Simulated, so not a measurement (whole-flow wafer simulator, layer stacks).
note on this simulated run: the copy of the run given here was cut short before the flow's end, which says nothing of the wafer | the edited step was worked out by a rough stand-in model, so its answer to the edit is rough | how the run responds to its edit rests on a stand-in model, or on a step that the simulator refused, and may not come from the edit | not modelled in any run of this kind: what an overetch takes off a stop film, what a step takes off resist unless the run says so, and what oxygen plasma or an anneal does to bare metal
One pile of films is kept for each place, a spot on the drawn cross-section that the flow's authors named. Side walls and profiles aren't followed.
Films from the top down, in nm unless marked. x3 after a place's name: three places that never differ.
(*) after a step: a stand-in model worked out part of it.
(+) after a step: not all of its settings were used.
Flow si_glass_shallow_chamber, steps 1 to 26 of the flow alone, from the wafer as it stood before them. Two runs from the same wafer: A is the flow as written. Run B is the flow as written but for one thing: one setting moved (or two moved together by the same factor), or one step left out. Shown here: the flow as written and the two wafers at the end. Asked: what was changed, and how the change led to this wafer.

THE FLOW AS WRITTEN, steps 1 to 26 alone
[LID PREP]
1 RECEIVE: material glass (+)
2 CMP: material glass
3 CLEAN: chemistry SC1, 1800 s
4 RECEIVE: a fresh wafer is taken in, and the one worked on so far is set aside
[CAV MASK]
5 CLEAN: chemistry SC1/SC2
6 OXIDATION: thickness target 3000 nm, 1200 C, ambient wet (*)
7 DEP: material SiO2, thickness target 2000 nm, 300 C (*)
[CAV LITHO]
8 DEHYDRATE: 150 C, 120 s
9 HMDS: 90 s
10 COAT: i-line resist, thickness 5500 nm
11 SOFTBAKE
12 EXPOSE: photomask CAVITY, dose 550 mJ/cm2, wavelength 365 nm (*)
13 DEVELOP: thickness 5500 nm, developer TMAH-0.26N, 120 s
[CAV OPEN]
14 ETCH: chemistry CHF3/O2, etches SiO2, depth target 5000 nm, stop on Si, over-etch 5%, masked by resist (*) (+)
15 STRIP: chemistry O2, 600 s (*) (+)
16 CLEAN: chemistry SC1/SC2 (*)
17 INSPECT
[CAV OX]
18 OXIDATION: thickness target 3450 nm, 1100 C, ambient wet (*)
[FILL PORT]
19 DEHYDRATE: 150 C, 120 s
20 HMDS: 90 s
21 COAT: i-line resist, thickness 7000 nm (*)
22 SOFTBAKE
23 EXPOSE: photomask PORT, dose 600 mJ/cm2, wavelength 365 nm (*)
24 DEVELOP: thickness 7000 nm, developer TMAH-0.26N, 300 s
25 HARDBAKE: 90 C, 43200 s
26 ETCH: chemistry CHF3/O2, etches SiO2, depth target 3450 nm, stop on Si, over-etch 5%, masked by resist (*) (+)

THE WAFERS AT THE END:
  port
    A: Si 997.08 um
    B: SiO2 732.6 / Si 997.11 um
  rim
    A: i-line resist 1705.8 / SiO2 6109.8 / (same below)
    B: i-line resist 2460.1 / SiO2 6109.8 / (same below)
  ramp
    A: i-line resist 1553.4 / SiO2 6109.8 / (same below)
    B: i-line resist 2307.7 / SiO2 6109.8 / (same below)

The cause: step 26, ETCH: depth target 2588 nm was run, where the flow has depth target 3450 nm.

How the change led to this, step by step:
  26 ETCH: chemistry CHF3/O2, etches SiO2, depth target 3450 nm, stop on Si, over-etch 5%, masked by resist (*) (+)
      port: A SiO2 -3450 (all of it), Si -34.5 | B SiO2 -2717.4
      rim, ramp, cav, ring: A i-line resist -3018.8 | B i-line resist -2264.5
      (and at 1 more place)
